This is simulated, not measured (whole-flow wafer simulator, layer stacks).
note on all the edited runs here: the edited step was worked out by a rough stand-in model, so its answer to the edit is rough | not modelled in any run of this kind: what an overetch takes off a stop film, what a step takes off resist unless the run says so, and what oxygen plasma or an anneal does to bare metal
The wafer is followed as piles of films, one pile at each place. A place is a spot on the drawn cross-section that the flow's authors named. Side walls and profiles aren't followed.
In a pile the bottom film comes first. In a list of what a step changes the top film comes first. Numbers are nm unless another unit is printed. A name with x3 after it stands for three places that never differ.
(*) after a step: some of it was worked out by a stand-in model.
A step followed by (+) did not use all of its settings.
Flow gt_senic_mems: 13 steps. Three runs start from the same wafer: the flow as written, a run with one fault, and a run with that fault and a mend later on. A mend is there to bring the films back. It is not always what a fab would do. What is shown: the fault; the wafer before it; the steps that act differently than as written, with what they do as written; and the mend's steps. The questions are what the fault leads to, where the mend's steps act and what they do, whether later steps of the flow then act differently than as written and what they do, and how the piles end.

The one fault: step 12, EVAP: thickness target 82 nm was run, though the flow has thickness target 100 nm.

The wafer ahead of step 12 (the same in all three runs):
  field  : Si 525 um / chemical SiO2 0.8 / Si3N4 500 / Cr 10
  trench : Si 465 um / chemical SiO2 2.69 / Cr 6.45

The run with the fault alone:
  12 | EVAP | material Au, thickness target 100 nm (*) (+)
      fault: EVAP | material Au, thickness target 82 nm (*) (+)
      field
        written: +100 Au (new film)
        fault: +82 Au (new film)
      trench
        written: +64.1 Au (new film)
        fault: +52.6 Au (new film)
  Later steps of the flow that are run all act as written at every place that is followed.
  By the end, the piles at field, trench depart from the flow's by more than 2% or 0.5 nm, whichever is larger.
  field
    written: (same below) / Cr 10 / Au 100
    fault: (same below) / Cr 10 / Au 82
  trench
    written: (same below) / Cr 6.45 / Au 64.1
    fault: (same below) / Cr 6.45 / Au 52.6

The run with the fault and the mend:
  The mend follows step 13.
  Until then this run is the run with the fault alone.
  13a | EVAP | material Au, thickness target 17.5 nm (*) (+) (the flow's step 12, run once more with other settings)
      field
        +17.5 Au
      trench
        +11.3 Au
  Later steps of the flow that are run all act as written at every place that is followed.
  At the end the piles are close to the flow's at the places that both follow, differing by at most 2% or 0.5 nm, whichever is larger.
